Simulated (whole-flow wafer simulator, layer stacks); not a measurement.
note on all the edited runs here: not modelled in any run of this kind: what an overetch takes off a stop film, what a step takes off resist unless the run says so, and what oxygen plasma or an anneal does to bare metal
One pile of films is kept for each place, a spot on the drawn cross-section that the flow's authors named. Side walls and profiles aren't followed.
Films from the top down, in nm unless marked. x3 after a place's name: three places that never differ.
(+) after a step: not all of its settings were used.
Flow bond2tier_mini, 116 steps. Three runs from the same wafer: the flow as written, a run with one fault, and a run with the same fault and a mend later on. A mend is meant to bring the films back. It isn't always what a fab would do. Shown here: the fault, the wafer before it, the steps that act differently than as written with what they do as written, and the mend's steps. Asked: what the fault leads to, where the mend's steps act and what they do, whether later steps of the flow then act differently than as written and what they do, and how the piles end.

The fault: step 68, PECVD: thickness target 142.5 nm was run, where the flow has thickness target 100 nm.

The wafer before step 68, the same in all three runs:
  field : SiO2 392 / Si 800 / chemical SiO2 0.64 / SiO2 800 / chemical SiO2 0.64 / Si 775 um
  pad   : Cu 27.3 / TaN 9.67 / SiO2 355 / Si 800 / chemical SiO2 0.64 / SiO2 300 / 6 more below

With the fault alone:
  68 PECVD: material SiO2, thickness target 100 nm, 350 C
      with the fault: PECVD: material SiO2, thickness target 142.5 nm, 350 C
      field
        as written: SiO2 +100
        with the fault: SiO2 +142.5
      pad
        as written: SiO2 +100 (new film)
        with the fault: SiO2 +142.5 (new film)
  Later steps of the flow that act differently than as written:
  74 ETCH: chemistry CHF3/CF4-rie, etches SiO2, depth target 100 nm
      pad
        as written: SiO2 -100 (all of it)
        with the fault: SiO2 -100
  At the end the piles differ from the flow's by more than 2% or 0.5 nm, whichever is larger, at field, pad.
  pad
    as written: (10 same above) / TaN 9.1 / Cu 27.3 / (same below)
    with the fault: (10 same above) / TaN 9.1 / SiO2 42.5 / Cu 27.3 / (same below)
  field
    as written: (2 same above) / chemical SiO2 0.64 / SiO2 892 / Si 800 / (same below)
    with the fault: (2 same above) / chemical SiO2 0.64 / SiO2 934.5 / Si 800 / (same below)

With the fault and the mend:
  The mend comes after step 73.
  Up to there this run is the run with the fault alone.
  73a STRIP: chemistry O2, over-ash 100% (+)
      field
        KrF resist -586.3 (all of it)
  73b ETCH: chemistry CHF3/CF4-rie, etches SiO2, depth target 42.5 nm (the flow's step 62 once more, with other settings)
      field, pad
        SiO2 -42.5
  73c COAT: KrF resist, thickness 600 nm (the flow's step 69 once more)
      field, pad
        KrF resist +600 (new film)
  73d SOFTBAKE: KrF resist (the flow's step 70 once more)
      changes no film at any place that is followed
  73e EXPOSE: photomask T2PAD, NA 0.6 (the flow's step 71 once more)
      changes no film at any place that is followed
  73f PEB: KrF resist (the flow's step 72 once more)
      changes no film at any place that is followed
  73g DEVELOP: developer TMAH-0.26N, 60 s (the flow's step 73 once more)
      field
        KrF resist -13.7
      pad
        KrF resist -600 (all of it)
  No later step of the flow acts differently than as written at any place that is followed.
  At the end the piles are the same as the flow's at every place that both follow.
